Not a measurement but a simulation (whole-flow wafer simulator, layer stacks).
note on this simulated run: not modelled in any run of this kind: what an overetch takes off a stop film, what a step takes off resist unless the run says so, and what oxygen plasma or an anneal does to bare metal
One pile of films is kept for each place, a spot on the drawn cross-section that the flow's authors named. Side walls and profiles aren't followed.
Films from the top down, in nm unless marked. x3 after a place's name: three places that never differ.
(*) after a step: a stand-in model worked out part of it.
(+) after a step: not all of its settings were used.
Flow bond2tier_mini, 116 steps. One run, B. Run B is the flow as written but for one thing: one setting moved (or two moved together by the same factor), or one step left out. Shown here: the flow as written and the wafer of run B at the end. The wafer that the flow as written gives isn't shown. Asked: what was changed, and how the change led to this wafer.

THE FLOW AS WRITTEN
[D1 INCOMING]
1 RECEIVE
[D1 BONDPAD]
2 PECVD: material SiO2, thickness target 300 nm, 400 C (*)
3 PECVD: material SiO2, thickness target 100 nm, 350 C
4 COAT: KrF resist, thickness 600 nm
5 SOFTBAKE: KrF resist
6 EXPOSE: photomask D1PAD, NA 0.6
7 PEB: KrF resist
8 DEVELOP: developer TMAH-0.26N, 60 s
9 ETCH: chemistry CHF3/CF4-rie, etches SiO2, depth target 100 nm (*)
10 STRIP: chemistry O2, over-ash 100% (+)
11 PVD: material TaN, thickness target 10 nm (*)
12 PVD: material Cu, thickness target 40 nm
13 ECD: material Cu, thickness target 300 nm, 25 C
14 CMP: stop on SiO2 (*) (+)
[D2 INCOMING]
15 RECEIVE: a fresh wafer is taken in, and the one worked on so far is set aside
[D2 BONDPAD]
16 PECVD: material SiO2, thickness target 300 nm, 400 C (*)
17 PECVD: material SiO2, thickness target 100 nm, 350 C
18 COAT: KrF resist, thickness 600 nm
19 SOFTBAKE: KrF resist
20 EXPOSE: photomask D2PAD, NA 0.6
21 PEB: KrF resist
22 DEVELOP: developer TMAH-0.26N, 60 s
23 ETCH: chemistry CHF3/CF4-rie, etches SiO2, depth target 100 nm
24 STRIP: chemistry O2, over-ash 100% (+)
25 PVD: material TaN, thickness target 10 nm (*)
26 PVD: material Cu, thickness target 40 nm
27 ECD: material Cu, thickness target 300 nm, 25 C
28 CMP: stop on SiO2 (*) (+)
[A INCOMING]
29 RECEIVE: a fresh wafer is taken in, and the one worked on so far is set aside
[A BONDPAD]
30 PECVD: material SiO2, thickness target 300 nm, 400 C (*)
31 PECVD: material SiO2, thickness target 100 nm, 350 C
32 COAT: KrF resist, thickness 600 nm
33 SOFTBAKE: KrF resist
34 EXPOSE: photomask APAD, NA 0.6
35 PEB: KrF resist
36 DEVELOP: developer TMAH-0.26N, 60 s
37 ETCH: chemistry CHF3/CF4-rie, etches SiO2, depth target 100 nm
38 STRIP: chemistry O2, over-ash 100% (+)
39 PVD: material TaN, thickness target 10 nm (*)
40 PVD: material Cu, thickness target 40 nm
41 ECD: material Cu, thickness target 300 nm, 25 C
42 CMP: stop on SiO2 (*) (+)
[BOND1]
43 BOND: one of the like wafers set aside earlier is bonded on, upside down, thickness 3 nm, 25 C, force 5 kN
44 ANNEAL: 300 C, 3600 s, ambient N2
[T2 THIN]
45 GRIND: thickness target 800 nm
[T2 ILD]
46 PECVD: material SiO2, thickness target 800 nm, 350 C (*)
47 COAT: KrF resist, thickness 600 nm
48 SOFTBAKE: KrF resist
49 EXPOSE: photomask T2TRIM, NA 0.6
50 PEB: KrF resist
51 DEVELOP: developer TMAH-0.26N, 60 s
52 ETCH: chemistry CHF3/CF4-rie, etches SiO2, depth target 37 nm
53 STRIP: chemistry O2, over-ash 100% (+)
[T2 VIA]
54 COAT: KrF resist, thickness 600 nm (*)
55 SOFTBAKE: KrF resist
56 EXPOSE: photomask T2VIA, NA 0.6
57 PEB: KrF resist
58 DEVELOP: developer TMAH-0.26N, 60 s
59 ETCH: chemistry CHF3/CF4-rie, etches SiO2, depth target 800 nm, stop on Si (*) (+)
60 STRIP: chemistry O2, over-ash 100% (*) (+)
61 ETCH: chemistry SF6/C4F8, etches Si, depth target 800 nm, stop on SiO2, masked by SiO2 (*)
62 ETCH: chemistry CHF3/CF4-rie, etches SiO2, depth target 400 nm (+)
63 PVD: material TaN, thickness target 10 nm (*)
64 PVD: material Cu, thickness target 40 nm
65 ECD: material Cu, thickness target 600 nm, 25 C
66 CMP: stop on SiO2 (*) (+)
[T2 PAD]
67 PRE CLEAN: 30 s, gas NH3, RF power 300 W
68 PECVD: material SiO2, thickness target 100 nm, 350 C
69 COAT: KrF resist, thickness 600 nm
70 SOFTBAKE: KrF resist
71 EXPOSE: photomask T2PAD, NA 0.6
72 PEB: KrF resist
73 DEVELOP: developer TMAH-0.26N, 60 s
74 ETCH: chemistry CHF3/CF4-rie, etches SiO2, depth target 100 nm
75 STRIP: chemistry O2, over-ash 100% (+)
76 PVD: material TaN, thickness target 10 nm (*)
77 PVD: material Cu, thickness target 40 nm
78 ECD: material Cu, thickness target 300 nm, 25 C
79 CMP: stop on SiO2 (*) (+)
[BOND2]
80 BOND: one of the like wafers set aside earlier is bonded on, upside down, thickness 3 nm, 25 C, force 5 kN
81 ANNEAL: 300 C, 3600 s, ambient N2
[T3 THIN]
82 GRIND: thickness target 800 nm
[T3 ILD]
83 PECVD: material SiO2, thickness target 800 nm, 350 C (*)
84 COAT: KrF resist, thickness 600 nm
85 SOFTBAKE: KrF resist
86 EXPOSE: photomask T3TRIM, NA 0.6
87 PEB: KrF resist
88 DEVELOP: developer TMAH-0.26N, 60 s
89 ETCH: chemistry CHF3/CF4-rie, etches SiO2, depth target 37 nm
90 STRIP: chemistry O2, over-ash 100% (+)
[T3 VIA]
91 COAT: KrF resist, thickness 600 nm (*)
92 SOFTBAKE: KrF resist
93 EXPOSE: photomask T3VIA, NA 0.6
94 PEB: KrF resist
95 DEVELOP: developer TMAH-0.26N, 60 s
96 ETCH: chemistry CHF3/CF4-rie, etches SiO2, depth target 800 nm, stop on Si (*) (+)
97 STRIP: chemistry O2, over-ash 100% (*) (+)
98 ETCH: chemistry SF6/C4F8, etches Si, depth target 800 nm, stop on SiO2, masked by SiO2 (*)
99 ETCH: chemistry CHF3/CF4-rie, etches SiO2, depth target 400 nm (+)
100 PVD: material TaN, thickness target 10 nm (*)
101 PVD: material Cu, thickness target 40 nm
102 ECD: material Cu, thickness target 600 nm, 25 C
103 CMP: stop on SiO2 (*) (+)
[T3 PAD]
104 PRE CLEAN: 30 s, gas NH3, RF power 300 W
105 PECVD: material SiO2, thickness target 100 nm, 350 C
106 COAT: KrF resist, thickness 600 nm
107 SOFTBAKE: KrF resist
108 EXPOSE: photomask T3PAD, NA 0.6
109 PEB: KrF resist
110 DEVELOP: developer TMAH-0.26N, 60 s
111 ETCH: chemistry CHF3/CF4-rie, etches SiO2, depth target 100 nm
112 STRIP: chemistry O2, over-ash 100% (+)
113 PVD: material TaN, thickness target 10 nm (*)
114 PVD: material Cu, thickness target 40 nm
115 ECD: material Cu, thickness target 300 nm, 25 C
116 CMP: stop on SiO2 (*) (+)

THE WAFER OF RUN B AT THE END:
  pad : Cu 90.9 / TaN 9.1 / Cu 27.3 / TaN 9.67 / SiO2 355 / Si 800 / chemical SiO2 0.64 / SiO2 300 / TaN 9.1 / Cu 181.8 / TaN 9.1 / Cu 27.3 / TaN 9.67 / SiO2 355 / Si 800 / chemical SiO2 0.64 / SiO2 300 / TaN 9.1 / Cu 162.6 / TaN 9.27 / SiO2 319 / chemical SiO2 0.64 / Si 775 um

The cause: step 37, ETCH: depth target 81 nm was run, where the flow has depth target 100 nm.

How the change led to this, step by step:
  37 ETCH: chemistry CHF3/CF4-rie, etches SiO2, depth target 100 nm
      pad, via: SiO2 -81 (as written it would be: SiO2 -100)
      field: KrF resist -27 (as written it would be: KrF resist -33.3)
  41 ECD: material Cu, thickness target 300 nm, 25 C
      pad: Cu +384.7 (as written it would be: Cu +404.5)
      via: Cu +381.1 (as written it would be: Cu +400.2)
